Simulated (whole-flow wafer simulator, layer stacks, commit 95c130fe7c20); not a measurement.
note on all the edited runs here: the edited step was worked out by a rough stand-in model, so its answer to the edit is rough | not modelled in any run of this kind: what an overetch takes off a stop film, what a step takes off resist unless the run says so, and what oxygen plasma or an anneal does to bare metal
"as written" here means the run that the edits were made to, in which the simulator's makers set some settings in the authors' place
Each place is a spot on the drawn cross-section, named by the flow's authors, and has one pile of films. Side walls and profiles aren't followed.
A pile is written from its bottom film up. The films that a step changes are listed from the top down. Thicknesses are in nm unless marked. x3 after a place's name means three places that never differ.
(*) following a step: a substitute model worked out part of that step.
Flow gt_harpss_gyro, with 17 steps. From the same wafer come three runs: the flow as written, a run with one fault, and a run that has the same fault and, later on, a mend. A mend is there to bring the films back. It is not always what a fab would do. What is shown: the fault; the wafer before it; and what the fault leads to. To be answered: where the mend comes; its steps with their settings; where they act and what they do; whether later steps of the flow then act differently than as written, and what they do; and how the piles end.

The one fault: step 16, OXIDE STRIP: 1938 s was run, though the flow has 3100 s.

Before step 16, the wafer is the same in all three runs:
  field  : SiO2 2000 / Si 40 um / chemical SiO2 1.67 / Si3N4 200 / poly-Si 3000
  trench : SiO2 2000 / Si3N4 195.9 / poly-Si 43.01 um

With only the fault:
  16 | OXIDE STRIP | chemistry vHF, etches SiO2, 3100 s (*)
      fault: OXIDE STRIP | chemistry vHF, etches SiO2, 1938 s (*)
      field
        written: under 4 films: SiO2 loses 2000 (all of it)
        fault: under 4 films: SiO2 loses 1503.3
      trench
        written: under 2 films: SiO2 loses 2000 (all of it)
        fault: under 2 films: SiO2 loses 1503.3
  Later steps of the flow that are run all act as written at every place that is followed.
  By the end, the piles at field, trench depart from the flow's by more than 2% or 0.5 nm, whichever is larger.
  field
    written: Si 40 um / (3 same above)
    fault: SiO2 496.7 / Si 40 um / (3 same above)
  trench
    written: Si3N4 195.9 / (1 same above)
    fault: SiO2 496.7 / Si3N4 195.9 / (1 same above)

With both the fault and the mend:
  After step 17 comes the mend.
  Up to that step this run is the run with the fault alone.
  17a | OXIDE STRIP | chemistry vHF, etches SiO2, 1162 s (*) (a further turn of the flow's step 16, with different settings)
      field
        under 4 films: SiO2 loses 496.7 (all of it)
      trench
        under 2 films: SiO2 loses 496.7 (all of it)
  Later steps of the flow that are run all act as written at every place that is followed.
  By the end, the piles equal the flow's at every place that both follow.
